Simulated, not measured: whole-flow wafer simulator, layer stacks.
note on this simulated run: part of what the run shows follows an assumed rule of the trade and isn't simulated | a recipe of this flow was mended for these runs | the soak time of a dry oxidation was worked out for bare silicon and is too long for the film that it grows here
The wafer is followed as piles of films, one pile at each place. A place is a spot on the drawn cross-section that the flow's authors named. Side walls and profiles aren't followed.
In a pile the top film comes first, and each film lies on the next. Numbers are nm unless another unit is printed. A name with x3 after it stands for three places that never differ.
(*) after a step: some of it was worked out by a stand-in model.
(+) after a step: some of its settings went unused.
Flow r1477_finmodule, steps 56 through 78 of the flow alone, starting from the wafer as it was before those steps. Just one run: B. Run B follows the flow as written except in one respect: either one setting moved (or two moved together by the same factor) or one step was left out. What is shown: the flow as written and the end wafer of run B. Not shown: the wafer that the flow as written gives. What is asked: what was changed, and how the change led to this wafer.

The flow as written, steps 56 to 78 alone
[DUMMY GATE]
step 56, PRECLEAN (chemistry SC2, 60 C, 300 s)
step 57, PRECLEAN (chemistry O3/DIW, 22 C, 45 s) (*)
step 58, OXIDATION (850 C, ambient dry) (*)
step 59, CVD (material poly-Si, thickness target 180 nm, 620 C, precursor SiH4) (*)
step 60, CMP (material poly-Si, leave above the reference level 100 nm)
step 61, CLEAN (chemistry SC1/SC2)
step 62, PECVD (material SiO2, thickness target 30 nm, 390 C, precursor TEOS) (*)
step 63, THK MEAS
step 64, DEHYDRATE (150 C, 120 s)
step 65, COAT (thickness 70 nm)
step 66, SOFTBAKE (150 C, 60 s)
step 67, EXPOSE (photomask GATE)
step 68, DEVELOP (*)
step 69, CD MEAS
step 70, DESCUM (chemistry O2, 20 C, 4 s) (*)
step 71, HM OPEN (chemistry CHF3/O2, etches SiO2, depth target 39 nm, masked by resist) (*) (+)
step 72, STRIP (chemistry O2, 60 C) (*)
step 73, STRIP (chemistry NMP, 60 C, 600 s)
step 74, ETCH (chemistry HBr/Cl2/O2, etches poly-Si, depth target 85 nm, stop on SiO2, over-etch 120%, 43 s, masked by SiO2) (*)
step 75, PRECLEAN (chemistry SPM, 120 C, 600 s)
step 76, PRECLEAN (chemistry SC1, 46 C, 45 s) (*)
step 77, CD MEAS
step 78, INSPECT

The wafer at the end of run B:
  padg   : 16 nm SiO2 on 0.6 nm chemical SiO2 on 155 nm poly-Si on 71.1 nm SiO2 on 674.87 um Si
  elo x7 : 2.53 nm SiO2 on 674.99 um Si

What caused this: step 62, PECVD: thickness target 23.5 nm was run, whereas the flow has thickness target 30 nm.

Step by step, how the change led to this:
  step 62, PECVD (material SiO2, thickness target 30 nm, 390 C, precursor TEOS) (*)
      pad, padg, elg x7 and 27 more: +23.5 SiO2 (new film) (in the flow as written it would be: +30 SiO2 (new film))
  step 71, HM OPEN (chemistry CHF3/O2, etches SiO2, depth target 39 nm, masked by resist) (*) (+)
      pad, elo x7, eso x6, e200so, s40co x3: -23.5 SiO2 (all of it), -0.6 chemical SiO2 (all of it), -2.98 poly-Si (in the flow as written it would be: -30 SiO2 (all of it), -0.6 chemical SiO2 (all of it), -1.68 poly-Si)
